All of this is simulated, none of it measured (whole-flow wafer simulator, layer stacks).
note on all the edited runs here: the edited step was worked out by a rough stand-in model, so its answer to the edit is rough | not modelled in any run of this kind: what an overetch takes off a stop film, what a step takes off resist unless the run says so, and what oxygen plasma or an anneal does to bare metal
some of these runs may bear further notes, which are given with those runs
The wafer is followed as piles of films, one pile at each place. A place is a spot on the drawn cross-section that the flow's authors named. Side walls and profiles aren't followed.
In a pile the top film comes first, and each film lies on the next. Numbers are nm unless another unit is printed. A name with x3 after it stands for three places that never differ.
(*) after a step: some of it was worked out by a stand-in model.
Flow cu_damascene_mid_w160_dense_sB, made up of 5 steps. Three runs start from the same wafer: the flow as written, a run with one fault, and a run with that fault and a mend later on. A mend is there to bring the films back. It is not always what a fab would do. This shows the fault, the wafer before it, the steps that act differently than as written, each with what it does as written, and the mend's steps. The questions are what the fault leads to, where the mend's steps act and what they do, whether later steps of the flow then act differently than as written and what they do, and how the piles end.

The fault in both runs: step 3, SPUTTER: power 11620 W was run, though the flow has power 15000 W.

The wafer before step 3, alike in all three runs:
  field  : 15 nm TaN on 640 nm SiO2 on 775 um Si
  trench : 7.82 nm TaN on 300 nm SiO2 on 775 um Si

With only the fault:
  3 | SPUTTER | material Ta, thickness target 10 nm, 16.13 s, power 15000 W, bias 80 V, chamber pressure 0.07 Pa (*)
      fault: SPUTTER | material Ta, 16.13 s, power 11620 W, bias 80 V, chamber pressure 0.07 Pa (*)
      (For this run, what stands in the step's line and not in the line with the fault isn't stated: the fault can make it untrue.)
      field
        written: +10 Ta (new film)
        fault: +7.75 Ta (new film)
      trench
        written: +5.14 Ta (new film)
        fault: +3.85 Ta (new film)
  Every later step of the flow that is run acts as written, at every place that is followed, to within 2% or 0.5 nm, whichever is larger.
  At field, trench, the piles at the end differ from the flow's by more than 2% or 0.5 nm, whichever is larger.
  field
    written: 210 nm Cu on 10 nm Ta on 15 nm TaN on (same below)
    fault: 210 nm Cu on 7.75 nm Ta on 15 nm TaN on (same below)
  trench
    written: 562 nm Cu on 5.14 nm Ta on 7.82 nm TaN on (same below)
    fault: 561.1 nm Cu on 3.85 nm Ta on 7.82 nm TaN on (same below)

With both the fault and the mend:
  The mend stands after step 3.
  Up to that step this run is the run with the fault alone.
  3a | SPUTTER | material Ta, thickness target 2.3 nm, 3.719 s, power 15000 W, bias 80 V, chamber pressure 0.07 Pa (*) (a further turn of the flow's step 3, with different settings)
      field
        +2.3 Ta
      trench
        +1.16 Ta
  Every later step of the flow that is run acts as written, at every place that is followed, to within 2% or 0.5 nm, whichever is larger.
  At the end the piles are close to the flow's at the places that both follow, differing by at most 2% or 0.5 nm, whichever is larger.
